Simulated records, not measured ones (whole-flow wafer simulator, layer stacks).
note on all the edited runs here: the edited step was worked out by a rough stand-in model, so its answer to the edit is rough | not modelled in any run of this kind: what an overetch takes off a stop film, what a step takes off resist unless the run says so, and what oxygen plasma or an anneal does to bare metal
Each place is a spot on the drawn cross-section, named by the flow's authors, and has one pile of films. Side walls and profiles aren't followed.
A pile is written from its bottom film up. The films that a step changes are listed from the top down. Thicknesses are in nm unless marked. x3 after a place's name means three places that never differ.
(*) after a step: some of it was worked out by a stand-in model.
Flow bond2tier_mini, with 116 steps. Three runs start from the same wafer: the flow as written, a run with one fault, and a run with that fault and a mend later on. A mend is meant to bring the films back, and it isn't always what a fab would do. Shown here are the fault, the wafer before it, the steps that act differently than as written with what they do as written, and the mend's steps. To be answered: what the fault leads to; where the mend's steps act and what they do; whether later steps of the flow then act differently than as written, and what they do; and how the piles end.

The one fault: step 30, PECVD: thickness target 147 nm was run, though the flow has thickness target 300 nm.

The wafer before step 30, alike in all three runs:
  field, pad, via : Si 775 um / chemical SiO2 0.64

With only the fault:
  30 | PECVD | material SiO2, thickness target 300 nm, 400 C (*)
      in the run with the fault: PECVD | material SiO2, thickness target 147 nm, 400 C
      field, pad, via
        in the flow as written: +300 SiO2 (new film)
        in the run with the fault: +147 SiO2 (new film)
  Later steps of the flow that are run all act as written at every place that is followed.
  By the end, the piles at field, pad depart from the flow's by more than 2% or 0.5 nm, whichever is larger.
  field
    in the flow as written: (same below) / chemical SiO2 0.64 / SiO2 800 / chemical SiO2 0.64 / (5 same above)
    in the run with the fault: (same below) / chemical SiO2 0.64 / SiO2 647 / chemical SiO2 0.64 / (5 same above)
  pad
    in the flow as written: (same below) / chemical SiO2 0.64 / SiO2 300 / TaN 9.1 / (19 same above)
    in the run with the fault: (same below) / chemical SiO2 0.64 / SiO2 147 / TaN 9.1 / (19 same above)

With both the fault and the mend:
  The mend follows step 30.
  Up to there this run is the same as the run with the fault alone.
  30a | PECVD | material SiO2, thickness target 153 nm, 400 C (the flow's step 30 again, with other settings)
      field, pad, via
        +153 SiO2
  Later steps of the flow that are run all act as written at every place that is followed.
  At every place that both follow, the piles at the end match the flow's.
